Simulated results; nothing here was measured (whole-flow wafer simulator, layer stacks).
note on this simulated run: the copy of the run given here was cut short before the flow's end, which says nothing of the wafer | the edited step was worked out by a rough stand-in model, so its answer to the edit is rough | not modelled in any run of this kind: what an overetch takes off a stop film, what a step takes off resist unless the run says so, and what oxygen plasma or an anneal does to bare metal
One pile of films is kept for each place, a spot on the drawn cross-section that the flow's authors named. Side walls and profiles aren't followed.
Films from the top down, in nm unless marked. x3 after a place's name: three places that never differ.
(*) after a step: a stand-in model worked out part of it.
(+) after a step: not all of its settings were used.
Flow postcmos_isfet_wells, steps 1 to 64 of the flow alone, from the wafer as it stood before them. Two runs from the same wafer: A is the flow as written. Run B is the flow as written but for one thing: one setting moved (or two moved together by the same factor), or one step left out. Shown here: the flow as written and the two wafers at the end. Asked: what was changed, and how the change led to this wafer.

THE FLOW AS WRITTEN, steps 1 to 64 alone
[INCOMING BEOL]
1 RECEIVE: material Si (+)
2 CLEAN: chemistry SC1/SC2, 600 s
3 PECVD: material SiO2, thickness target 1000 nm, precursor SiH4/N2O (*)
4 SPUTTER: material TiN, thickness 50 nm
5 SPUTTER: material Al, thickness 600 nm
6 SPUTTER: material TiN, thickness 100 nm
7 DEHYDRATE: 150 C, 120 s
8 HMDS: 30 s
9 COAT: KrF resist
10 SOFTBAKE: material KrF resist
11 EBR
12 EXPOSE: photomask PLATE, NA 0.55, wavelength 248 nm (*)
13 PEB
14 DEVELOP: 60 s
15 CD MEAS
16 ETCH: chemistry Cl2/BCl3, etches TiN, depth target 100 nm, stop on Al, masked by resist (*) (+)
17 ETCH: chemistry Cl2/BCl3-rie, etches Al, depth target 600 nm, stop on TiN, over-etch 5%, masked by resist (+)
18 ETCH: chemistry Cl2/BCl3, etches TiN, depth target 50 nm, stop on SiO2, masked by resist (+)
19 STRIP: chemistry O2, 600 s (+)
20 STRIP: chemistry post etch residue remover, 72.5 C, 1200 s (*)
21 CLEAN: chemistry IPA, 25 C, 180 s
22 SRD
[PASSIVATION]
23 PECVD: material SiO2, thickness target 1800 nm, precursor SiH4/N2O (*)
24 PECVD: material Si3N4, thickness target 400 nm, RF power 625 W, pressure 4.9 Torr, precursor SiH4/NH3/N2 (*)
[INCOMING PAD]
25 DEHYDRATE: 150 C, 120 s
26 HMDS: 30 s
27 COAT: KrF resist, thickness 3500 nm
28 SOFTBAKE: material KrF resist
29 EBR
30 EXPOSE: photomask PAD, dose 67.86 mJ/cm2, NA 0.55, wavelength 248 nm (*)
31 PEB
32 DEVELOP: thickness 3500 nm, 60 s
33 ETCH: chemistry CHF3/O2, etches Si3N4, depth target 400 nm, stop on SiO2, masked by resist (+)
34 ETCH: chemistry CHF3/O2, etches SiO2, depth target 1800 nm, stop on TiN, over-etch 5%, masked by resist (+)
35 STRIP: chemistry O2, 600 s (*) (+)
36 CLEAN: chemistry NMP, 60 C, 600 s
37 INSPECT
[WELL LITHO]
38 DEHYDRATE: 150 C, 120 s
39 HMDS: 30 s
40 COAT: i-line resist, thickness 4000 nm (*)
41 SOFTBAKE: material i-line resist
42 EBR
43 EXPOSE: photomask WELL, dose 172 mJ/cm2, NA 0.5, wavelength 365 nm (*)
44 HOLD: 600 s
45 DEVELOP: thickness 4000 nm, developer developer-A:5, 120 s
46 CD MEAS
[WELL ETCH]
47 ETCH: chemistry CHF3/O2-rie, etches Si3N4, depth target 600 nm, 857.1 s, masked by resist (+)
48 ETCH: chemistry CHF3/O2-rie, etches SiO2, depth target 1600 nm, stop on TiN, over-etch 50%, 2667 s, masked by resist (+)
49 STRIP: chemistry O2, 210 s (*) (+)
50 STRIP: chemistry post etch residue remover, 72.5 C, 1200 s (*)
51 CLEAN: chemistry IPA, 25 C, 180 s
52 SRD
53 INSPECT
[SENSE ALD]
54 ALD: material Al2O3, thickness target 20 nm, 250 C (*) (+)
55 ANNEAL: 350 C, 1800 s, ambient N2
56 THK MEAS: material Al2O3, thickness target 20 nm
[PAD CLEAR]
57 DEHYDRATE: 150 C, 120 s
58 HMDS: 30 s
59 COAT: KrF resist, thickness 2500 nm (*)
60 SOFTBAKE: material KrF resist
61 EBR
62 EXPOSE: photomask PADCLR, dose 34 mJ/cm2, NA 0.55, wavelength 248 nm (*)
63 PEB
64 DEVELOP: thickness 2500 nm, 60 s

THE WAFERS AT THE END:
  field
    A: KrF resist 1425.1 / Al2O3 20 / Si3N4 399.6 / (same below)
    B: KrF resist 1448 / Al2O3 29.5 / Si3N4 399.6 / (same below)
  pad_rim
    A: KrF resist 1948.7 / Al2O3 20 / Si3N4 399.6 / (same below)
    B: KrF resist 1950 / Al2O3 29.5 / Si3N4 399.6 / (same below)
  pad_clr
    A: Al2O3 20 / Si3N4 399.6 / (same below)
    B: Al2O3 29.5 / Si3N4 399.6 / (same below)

The cause: step 54, ALD: thickness target 29.5 nm was run, where the flow has thickness target 20 nm.
It can be read off the wafer: field has Al2O3 29.5, and step 54 as written asks for 20 nm.

How the change led to this, step by step:
  54 ALD: material Al2O3, thickness target 20 nm, 250 C (*) (+)
      field, margin, well900, well1300 x3, pad_rim, pad_clr, pad_open: A Al2O3 +20 (new film) | B Al2O3 +29.5 (new film)
